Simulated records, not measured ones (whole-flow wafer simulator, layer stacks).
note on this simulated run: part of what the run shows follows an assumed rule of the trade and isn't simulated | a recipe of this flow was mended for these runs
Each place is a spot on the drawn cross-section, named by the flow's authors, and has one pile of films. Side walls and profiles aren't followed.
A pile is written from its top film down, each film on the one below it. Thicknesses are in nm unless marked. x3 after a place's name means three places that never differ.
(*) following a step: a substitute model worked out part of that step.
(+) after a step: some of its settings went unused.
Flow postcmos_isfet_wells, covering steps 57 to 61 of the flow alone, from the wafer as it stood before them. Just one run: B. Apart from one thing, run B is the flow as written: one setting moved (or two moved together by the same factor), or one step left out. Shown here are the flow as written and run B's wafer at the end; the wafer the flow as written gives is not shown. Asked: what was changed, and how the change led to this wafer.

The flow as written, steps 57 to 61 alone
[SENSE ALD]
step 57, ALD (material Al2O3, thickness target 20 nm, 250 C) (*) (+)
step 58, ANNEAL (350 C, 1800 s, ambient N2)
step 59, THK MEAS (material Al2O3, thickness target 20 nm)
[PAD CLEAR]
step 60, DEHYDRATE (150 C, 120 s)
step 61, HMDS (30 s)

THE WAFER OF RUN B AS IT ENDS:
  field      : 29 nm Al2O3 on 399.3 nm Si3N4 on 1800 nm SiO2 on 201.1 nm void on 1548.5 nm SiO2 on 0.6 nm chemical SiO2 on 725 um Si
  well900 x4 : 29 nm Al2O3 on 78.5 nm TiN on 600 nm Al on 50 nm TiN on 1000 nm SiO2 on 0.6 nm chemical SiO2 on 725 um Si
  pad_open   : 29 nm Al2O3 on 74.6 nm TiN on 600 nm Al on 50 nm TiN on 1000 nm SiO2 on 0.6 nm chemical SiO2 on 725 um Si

What caused this: step 57, ALD: thickness target 29 nm was run, though the flow has thickness target 20 nm.
The wafer lets one read it off: field has Al2O3 29, and step 57 as written asks for 20 nm.

Step by step, how the change led to this:
  step 57, ALD (material Al2O3, thickness target 20 nm, 250 C) (*) (+)
      field, margin x3, well900 x4, pad_open: Al2O3 gains 29 (new film) (in the flow as written it would be: Al2O3 gains 20 (new film))
